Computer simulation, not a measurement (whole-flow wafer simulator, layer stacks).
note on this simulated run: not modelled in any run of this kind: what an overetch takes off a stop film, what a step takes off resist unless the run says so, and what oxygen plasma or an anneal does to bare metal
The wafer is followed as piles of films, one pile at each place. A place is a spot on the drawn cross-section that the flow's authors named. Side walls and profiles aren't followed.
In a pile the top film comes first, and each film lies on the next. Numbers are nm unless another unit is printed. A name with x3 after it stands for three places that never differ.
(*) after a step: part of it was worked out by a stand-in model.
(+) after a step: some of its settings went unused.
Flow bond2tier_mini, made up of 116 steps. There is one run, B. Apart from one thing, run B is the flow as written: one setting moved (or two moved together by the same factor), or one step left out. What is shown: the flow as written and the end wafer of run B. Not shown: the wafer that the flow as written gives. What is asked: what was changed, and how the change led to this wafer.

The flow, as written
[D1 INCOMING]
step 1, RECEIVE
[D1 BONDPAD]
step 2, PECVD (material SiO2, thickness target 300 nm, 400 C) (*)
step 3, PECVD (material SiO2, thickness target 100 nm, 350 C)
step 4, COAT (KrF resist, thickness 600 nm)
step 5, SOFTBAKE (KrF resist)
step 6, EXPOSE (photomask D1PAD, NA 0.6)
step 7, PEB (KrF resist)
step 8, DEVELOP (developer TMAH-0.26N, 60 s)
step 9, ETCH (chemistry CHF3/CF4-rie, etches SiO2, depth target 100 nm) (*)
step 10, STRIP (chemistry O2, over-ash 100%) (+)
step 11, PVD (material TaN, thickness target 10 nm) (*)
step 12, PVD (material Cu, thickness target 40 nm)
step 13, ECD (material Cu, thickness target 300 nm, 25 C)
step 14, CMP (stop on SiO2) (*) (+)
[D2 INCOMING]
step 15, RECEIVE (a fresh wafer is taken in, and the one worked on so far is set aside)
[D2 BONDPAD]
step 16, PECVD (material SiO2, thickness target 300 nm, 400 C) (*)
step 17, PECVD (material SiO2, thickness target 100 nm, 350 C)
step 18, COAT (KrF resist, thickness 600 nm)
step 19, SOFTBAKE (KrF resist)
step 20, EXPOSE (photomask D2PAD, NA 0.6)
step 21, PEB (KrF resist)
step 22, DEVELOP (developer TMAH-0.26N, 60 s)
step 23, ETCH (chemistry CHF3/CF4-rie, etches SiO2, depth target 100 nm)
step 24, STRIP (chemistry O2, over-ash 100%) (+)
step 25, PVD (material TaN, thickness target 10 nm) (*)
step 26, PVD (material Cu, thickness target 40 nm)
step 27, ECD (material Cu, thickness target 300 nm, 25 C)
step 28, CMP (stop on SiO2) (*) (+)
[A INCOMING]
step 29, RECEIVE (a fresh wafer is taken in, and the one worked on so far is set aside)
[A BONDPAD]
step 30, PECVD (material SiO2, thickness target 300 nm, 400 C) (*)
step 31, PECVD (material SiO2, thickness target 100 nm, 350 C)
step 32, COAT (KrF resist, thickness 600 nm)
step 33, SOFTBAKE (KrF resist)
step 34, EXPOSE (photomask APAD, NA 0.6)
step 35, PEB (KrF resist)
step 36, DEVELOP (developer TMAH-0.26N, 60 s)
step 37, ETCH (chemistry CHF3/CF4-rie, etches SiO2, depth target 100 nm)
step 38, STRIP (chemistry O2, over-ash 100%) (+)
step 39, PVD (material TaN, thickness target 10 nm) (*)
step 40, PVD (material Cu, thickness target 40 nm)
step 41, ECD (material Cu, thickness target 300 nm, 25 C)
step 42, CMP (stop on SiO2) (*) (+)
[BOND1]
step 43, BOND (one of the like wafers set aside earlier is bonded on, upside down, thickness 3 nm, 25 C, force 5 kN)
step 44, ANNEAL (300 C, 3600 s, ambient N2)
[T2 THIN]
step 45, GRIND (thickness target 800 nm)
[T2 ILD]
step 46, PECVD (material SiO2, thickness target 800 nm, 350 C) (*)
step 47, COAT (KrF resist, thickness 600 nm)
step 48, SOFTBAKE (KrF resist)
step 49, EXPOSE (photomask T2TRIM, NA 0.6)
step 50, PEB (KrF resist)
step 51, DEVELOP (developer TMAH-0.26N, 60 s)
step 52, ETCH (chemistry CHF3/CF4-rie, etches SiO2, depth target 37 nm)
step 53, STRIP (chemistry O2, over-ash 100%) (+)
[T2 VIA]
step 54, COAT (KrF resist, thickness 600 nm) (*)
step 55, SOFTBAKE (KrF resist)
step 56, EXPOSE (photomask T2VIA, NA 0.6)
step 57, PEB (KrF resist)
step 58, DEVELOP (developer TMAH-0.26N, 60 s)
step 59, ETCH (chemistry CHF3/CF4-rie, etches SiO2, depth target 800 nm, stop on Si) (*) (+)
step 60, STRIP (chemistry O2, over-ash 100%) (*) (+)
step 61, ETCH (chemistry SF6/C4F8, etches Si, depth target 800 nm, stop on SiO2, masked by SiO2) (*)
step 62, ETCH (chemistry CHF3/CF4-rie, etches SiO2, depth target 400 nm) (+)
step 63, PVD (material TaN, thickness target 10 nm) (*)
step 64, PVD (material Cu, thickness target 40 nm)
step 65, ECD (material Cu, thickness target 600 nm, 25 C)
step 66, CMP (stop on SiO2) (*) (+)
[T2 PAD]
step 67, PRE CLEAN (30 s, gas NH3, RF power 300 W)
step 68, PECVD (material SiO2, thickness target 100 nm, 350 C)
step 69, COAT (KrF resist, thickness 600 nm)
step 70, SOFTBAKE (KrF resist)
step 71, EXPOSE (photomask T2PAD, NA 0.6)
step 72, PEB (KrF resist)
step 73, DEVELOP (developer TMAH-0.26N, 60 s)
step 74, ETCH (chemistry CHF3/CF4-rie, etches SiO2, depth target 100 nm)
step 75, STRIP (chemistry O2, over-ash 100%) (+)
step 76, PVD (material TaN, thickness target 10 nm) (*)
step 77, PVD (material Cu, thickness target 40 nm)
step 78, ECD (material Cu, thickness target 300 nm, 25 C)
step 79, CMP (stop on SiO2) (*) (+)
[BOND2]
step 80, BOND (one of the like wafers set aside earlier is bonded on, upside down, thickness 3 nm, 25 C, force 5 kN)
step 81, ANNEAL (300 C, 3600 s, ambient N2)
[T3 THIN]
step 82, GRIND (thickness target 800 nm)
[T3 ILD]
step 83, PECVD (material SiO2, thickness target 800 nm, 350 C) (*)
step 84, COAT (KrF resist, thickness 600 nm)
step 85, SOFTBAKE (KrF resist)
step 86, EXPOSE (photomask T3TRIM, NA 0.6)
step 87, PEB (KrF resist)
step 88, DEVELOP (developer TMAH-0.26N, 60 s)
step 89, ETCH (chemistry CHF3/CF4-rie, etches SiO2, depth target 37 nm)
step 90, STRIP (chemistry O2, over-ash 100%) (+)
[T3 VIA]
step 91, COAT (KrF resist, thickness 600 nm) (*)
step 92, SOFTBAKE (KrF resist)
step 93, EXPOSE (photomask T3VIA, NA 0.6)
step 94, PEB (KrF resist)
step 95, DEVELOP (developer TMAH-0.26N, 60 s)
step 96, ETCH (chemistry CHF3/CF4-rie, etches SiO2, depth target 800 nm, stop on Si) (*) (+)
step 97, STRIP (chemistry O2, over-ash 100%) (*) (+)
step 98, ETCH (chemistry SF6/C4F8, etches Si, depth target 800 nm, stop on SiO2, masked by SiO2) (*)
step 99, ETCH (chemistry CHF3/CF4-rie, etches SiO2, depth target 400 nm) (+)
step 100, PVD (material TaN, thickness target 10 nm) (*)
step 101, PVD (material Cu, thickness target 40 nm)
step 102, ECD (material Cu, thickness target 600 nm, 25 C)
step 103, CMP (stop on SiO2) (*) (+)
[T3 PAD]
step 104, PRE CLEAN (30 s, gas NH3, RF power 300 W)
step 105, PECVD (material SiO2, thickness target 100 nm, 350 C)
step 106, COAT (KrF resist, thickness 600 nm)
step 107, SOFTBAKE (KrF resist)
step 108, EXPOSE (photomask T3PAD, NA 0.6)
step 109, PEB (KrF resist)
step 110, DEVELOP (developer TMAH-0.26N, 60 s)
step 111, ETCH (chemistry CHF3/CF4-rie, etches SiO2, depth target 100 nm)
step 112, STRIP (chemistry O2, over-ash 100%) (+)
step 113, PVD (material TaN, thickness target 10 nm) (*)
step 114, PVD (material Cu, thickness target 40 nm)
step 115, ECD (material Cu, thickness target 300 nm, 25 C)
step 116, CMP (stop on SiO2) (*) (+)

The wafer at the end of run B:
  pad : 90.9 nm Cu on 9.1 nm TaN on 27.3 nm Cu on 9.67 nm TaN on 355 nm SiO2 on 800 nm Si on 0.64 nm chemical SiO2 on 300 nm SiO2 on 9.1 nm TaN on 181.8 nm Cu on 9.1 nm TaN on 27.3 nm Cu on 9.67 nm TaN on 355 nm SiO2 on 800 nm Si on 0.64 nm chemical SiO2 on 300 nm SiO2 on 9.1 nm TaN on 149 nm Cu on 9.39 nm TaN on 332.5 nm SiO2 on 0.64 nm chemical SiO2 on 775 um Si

The reason: step 37, ETCH: depth target 67.5 nm was run, while the flow as written has depth target 100 nm.

Step by step, how the change led to this:
  step 37, ETCH (chemistry CHF3/CF4-rie, etches SiO2, depth target 100 nm)
      pad, via: -67.5 SiO2 (as written it would have been: -100 SiO2)
      field: -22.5 KrF resist (as written it would have been: -33.3 KrF resist)
  step 40, PVD (material Cu, thickness target 40 nm)
      pad: +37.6 Cu (new film) (as written it would have been: +36.4 Cu (new film))
  step 41, ECD (material Cu, thickness target 300 nm, 25 C)
      pad: +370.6 Cu (as written it would have been: +404.5 Cu)
      via: +367.6 Cu (as written it would have been: +400.2 Cu)
